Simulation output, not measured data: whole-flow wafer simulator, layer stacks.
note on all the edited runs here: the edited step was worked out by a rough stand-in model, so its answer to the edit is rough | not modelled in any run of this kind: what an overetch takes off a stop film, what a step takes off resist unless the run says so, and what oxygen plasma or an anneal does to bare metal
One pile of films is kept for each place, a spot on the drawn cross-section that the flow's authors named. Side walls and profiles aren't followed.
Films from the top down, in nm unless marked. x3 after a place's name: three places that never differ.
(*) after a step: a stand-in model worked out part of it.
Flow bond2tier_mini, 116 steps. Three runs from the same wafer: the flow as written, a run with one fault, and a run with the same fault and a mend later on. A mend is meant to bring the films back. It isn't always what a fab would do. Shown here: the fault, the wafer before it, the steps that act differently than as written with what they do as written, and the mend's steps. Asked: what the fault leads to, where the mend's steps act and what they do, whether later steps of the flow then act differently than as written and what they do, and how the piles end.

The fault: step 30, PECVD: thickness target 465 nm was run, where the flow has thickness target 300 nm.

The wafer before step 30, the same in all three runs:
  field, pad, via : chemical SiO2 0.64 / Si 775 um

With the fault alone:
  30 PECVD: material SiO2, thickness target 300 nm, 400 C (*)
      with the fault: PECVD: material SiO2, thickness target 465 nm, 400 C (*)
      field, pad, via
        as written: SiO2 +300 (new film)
        with the fault: SiO2 +465 (new film)
  No later step of the flow acts differently than as written at any place that is followed.
  At the end the piles differ from the flow's by more than 2% or 0.5 nm, whichever is larger, at field, pad.
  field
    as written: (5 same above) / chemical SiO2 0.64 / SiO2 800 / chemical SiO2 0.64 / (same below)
    with the fault: (5 same above) / chemical SiO2 0.64 / SiO2 965 / chemical SiO2 0.64 / (same below)
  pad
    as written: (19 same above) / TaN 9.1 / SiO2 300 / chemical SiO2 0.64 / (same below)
    with the fault: (19 same above) / TaN 9.1 / SiO2 465 / chemical SiO2 0.64 / (same below)

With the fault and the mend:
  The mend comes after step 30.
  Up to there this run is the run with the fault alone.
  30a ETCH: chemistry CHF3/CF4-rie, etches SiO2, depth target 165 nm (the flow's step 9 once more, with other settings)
      field, pad, via
        SiO2 -165
  No later step of the flow acts differently than as written at any place that is followed.
  At the end the piles are the same as the flow's at every place that both follow.
